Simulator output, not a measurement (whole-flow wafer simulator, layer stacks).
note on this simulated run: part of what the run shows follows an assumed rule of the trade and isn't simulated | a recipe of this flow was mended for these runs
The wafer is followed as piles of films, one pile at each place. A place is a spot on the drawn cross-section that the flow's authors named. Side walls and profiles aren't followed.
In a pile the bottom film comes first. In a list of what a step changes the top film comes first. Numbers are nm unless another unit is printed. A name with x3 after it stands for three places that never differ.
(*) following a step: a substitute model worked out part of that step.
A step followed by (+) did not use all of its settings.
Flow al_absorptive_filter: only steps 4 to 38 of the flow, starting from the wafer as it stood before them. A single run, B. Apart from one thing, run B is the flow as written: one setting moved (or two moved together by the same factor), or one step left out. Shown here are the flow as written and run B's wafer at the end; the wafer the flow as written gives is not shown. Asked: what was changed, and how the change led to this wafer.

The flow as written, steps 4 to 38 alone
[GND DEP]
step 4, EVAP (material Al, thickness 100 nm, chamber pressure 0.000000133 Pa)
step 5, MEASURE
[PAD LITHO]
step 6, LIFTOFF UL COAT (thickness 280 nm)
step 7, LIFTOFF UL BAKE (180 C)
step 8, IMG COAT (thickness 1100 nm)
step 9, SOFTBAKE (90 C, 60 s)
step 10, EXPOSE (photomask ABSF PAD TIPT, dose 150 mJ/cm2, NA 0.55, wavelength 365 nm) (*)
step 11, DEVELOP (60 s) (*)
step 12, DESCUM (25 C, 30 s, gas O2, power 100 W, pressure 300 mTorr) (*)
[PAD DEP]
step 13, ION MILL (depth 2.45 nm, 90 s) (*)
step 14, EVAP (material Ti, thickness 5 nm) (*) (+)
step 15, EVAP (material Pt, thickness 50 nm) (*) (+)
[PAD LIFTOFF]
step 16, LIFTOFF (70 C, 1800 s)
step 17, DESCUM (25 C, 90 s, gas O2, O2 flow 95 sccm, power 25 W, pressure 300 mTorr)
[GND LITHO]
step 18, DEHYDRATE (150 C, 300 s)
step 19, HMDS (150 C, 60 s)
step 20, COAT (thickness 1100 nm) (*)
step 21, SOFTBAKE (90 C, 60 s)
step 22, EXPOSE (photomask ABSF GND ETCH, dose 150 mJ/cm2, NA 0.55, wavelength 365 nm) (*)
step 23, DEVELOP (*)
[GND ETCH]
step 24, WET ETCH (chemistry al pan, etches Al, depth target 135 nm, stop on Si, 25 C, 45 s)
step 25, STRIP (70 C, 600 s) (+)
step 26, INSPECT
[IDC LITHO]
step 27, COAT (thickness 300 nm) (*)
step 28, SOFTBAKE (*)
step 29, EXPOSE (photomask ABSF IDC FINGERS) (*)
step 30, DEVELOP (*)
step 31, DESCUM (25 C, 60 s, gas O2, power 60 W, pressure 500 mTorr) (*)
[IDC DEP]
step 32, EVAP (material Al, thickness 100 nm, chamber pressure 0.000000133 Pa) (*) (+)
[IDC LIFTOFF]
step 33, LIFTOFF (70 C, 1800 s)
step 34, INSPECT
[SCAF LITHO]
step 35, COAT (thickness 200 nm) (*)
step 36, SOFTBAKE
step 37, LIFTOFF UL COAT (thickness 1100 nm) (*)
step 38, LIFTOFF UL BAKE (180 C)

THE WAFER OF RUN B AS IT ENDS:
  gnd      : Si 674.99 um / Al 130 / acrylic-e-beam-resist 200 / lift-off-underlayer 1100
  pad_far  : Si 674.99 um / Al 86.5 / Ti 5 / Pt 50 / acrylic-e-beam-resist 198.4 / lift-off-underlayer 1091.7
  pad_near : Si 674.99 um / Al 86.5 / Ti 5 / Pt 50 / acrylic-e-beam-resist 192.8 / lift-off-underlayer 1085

The reason: step 4, EVAP: thickness 130 nm was run, though the flow has thickness 100 nm.
The wafer itself shows it: gnd has Al 130, and step 4 as written asks for 100 nm.

The path from the change to this, step by step:
  step 4, EVAP (material Al, thickness 100 nm, chamber pressure 0.000000133 Pa)
      gnd, pad_far, pad_near and 11 more: Al gains 130 (new film) (as written it would have been: Al gains 100 (new film))
  step 24, WET ETCH (chemistry al pan, etches Al, depth target 135 nm, stop on Si, 25 C, 45 s)
      res, xl_gap, idc_field, idc_line, idc_space: Al loses 116.7 (all of it) (as written it would have been: Al loses 86.7 (all of it))
  step 27, COAT (thickness 300 nm) (*)
      ledge: e-beam-resist gains 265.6 (new film) (as written it would have been: e-beam-resist gains 274.4 (new film))
      res: e-beam-resist gains 363.5 (new film) (as written it would have been: e-beam-resist gains 349.6 (new film))
      (and at 1 other place as well)
  step 33, LIFTOFF (70 C, 1800 s)
      ledge: Al loses 100 (all of it), e-beam-resist loses 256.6 (all of it) (as written it would have been: Al loses 100 (all of it), e-beam-resist loses 265.3 (all of it))
      res: Al loses 100 (all of it), e-beam-resist loses 354.5 (all of it) (as written it would have been: Al loses 100 (all of it), e-beam-resist loses 340.6 (all of it))
      (and at 1 other place as well)
  step 35, COAT (thickness 200 nm) (*)
      ledge: acrylic-e-beam-resist gains 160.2 (new film) (as written it would have been: acrylic-e-beam-resist gains 169.8 (new film))
      res: acrylic-e-beam-resist gains 239.3 (new film) (as written it would have been: acrylic-e-beam-resist gains 231.4 (new film))
      (and at 2 other places as well)
